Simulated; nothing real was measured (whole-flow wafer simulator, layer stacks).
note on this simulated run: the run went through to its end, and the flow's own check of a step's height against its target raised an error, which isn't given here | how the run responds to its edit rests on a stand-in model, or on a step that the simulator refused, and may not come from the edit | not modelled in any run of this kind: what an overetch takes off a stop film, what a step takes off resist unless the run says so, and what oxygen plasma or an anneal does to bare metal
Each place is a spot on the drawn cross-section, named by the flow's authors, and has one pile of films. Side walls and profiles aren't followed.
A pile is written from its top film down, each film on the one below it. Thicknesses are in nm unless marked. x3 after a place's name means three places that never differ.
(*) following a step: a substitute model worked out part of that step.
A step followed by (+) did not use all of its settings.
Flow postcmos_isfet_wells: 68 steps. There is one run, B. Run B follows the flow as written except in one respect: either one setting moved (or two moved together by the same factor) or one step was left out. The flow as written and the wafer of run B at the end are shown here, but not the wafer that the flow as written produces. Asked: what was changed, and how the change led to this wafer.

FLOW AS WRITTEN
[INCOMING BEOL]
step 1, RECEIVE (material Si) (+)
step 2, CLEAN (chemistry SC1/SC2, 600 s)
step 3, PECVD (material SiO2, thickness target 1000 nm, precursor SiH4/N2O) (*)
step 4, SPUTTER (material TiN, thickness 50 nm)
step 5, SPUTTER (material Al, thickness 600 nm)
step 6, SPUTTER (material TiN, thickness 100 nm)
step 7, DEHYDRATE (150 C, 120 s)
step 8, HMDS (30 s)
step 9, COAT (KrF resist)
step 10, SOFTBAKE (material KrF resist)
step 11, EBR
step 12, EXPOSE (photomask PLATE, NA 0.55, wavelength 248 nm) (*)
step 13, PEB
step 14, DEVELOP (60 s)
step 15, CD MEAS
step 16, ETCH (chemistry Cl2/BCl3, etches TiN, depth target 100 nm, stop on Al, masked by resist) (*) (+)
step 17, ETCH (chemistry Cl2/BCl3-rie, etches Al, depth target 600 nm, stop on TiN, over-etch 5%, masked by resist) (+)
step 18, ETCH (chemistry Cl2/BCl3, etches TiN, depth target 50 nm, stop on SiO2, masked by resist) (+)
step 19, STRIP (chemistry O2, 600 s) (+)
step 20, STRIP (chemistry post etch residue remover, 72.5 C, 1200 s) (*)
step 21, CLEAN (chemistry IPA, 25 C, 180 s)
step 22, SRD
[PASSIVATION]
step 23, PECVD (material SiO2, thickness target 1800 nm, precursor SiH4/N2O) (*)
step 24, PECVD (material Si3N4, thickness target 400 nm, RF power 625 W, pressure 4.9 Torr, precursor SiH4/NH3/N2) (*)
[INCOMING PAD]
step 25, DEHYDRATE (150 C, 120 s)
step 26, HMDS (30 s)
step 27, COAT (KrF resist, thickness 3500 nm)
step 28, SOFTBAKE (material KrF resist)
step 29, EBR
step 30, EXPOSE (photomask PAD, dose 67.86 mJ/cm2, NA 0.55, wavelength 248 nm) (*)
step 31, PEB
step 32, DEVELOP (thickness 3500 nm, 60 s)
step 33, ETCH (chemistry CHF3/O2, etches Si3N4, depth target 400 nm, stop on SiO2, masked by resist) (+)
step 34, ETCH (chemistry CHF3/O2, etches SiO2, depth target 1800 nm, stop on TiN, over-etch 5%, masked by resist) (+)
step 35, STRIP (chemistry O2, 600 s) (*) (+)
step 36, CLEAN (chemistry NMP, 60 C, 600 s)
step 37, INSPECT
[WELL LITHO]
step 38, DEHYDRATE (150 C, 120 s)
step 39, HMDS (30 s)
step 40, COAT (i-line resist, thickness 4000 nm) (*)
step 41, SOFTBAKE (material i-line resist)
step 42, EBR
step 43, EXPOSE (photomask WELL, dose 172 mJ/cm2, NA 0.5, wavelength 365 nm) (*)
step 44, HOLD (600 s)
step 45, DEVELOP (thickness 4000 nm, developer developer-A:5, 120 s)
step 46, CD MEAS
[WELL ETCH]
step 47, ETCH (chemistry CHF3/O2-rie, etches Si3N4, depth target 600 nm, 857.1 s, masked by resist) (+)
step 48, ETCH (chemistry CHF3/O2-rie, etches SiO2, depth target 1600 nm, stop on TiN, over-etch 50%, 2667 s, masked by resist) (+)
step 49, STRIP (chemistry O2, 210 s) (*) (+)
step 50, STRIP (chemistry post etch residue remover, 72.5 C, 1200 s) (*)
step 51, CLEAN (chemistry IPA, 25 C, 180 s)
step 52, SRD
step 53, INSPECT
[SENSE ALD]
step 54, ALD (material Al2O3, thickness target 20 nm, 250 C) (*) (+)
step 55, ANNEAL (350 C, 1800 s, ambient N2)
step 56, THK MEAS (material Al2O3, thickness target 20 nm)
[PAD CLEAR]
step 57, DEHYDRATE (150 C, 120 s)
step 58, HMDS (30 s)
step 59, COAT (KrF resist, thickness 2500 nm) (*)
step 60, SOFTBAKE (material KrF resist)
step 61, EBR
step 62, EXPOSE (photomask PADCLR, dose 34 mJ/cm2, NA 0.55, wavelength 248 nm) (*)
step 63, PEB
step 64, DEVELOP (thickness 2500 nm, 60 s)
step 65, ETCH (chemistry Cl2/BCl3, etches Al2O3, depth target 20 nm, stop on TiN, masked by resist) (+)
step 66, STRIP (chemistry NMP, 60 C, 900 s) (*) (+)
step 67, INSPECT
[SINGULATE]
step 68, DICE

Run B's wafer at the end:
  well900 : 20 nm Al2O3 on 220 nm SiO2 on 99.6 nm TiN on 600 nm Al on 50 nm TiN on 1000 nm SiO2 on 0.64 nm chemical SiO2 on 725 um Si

What caused this: step 48, ETCH: depth target 920 nm was run, while the flow as written has depth target 1600 nm; step 48, ETCH: 1533 s was run, where the flow has 2667 s.

The path from the change to this, step by step:
  step 48, ETCH (chemistry CHF3/O2-rie, etches SiO2, depth target 1600 nm, stop on TiN, over-etch 50%, 2667 s, masked by resist) (+)
      well900, well1300 x3: -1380 SiO2 (it would be, as written: -1600 SiO2 (all of it))
      field, margin, pad_rim, pad_clr, pad_open: -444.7 i-line resist (it would be, as written: -773.3 i-line resist)
  step 49, STRIP (chemistry O2, 210 s) (*) (+)
      field, margin, pad_rim: -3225 i-line resist (all of it) (it would be, as written: -2896.3 i-line resist (all of it))
      pad_clr: -2325.2 i-line resist (all of it) (it would be, as written: -1996.5 i-line resist (all of it))
      (as well as at 1 more place)
  step 59, COAT (KrF resist, thickness 2500 nm) (*)
      field: +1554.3 KrF resist (new film) (it would be, as written: +1449 KrF resist (new film))
      margin: +1554.2 KrF resist (new film) (it would be, as written: +1448.9 KrF resist (new film))
  step 63, PEB
      field, margin: -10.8 KrF resist (it would be, as written: -10.1 KrF resist)
  step 66, STRIP (chemistry NMP, 60 C, 900 s) (*) (+)
      field: -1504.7 KrF resist (all of it) (it would be, as written: -1400.1 KrF resist (all of it))
      margin: -1504.6 KrF resist (all of it) (it would be, as written: -1400.1 KrF resist (all of it))
